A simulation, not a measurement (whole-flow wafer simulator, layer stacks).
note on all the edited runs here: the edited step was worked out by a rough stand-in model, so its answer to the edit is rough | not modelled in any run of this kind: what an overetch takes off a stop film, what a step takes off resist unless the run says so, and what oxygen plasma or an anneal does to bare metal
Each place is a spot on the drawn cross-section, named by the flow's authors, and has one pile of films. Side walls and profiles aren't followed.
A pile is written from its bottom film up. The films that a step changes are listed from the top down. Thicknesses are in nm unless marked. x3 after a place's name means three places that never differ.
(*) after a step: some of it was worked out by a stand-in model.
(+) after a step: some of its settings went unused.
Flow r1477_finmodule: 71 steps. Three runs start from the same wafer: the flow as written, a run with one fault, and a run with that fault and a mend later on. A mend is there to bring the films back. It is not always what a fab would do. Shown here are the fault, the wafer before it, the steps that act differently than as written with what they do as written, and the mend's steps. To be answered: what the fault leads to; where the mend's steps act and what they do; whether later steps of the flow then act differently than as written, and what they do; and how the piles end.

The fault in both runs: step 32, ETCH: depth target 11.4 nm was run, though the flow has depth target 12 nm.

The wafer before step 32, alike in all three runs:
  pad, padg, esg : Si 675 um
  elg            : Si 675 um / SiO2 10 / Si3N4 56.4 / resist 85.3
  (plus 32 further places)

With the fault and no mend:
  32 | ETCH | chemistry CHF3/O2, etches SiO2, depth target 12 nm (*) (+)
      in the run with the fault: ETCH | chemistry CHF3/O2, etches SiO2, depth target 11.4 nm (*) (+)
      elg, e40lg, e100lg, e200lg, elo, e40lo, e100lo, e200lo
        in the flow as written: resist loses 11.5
        in the run with the fault: resist loses 10.9
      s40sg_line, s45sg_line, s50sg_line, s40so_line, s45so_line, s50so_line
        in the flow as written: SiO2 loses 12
        in the run with the fault: SiO2 loses 11.4
  Later steps of the flow that are run all act as written at every place that is followed, up to a difference of at most 2% or 0.5 nm, whichever is larger.
  When the end is reached, the piles differ only a little from the flow's at the places that both follow, at most by 2% or 0.5 nm, whichever is larger.

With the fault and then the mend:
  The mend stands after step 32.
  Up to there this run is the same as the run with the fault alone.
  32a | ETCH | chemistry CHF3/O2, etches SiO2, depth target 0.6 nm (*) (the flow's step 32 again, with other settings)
      pad, padg, e40sg and 11 more
        Si loses 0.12
      elg, e40lg, e100lg, e200lg, elo, e40lo, e100lo, e200lo
        resist loses 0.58
      s40sg_line, s45sg_line, s50sg_line, s40so_line, s45so_line, s50so_line
        SiO2 loses 0.6
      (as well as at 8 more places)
  Later steps of the flow that are run all act as written at every place that is followed, up to a difference of at most 2% or 0.5 nm, whichever is larger.
  At every place that both follow, the piles at the end match the flow's.
